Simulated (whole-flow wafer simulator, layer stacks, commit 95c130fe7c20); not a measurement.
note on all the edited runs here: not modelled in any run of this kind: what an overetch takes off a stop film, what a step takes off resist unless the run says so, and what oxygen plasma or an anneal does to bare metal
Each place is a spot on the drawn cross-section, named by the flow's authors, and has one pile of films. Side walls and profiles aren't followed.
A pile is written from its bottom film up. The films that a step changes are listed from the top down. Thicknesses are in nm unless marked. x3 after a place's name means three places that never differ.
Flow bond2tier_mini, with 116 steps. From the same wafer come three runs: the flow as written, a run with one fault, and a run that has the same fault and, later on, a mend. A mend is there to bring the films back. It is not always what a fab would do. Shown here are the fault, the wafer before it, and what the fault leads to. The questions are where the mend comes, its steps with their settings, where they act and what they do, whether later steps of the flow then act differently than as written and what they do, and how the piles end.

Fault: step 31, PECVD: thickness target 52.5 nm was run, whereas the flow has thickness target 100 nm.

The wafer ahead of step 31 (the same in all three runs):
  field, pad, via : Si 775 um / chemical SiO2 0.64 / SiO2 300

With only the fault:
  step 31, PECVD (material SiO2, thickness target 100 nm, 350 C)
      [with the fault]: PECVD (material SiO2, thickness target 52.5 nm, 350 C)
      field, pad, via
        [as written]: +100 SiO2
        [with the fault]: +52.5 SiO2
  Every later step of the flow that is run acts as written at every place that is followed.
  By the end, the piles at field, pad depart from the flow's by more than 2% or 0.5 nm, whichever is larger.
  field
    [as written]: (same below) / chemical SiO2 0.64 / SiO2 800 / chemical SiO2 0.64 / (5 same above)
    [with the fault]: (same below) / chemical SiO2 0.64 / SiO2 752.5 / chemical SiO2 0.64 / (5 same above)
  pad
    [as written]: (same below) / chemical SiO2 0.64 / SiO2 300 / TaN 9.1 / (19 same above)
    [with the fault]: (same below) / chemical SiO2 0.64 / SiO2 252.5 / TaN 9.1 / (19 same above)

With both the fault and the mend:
  The mend stands after step 31.
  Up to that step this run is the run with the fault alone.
  step 31a, PECVD (material SiO2, thickness target 47.5 nm, 350 C) (the flow's step 31, run once more with other settings)
      field, pad, via
        +47.5 SiO2
  Every later step of the flow that is run acts as written at every place that is followed.
  By the end, the piles equal the flow's at every place that both follow.
